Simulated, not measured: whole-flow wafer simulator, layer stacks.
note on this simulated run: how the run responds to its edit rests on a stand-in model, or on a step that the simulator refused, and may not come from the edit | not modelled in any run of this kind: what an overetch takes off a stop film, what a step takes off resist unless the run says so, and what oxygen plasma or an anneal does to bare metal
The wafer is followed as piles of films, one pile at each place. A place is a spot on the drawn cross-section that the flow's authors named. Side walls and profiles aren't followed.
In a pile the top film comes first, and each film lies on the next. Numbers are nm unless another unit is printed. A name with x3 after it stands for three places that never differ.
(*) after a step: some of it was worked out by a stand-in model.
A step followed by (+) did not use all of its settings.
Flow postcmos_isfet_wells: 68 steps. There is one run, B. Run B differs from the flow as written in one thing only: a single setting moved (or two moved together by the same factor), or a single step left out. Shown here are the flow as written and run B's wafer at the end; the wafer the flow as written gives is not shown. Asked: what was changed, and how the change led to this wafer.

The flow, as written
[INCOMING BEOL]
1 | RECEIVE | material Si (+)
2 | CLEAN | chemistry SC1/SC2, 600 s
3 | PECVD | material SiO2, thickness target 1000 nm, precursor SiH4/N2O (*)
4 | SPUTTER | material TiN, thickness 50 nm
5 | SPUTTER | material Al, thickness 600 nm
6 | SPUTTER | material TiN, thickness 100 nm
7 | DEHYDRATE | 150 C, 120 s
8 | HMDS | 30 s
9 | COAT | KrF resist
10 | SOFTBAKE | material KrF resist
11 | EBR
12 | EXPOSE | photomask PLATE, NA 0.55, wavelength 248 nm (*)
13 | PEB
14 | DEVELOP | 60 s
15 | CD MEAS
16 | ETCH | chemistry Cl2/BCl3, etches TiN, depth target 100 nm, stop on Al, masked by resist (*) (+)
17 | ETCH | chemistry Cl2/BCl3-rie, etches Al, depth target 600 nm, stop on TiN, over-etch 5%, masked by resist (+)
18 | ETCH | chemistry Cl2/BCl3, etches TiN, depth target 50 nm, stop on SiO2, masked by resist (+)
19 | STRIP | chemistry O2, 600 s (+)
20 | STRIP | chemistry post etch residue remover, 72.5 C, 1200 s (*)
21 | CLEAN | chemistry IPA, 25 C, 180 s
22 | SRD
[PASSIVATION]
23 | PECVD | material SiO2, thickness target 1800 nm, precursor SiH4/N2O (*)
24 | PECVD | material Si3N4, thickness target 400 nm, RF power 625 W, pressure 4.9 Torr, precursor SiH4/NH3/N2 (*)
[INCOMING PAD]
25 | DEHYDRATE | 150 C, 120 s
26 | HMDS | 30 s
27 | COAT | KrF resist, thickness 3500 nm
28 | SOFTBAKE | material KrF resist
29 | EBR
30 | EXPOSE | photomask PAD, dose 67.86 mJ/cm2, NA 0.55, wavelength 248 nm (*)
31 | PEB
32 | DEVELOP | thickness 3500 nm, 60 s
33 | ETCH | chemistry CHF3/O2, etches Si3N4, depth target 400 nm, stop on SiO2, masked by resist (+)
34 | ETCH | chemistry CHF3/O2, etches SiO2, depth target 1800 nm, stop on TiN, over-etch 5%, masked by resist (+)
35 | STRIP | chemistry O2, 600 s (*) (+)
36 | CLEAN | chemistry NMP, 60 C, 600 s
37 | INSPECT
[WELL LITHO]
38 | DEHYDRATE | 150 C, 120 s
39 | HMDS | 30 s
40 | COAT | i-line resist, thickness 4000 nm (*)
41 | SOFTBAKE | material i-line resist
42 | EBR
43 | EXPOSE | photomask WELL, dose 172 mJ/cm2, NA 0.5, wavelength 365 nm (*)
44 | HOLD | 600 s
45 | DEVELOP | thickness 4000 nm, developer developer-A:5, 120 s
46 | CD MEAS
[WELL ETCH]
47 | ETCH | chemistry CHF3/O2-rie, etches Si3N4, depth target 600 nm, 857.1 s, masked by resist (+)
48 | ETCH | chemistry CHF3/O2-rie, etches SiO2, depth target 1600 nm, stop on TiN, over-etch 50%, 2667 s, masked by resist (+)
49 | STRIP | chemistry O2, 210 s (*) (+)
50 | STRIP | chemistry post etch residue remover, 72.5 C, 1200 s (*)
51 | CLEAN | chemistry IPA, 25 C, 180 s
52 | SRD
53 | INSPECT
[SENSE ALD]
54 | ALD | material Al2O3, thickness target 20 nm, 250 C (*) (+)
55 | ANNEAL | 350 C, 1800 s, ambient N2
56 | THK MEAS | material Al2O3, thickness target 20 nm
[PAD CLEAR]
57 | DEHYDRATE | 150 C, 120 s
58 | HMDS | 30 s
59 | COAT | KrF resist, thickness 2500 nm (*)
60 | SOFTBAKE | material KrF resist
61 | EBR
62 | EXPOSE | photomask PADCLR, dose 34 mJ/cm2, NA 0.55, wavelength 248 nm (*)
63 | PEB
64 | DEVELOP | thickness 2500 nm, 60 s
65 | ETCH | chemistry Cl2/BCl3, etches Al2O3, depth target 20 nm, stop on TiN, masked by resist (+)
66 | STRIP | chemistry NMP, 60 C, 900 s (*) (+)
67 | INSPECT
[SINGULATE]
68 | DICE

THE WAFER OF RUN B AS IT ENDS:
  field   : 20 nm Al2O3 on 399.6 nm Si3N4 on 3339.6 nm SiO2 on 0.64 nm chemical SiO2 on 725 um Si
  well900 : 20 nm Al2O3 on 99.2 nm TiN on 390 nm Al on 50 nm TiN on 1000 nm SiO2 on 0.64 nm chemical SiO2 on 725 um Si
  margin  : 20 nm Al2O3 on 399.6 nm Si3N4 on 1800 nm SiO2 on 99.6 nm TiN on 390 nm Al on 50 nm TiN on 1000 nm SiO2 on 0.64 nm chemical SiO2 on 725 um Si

What caused this: step 5, SPUTTER: thickness 390 nm was run, whereas the flow has thickness 600 nm.
The wafer lets one read it off: well900 has Al 390, and step 5 as written asks for 600 nm.

Step by step, how the change led to this:
  5 | SPUTTER | material Al, thickness 600 nm
      field, margin, well900, well1300 x3, pad_rim, pad_clr, pad_open: +390 Al (new film) (in the flow as written it would be: +600 Al (new film))
  17 | ETCH | chemistry Cl2/BCl3-rie, etches Al, depth target 600 nm, stop on TiN, over-etch 5%, masked by resist (+)
      margin, well900, well1300 x3, pad_rim, pad_clr, pad_open: -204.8 KrF resist (in the flow as written it would be: -300 KrF resist)
      field: -390 Al (all of it) (in the flow as written it would be: -600 Al (all of it))
  19 | STRIP | chemistry O2, 600 s (+)
      margin, well900, well1300 x3, pad_rim, pad_clr, pad_open: -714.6 KrF resist (all of it) (in the flow as written it would be: -619.4 KrF resist (all of it))
  23 | PECVD | material SiO2, thickness target 1800 nm, precursor SiH4/N2O (*)
      field: +2339.6 SiO2 (in the flow as written it would be: +1800 SiO2 (new film), +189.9 void (new film), +559.7 SiO2)
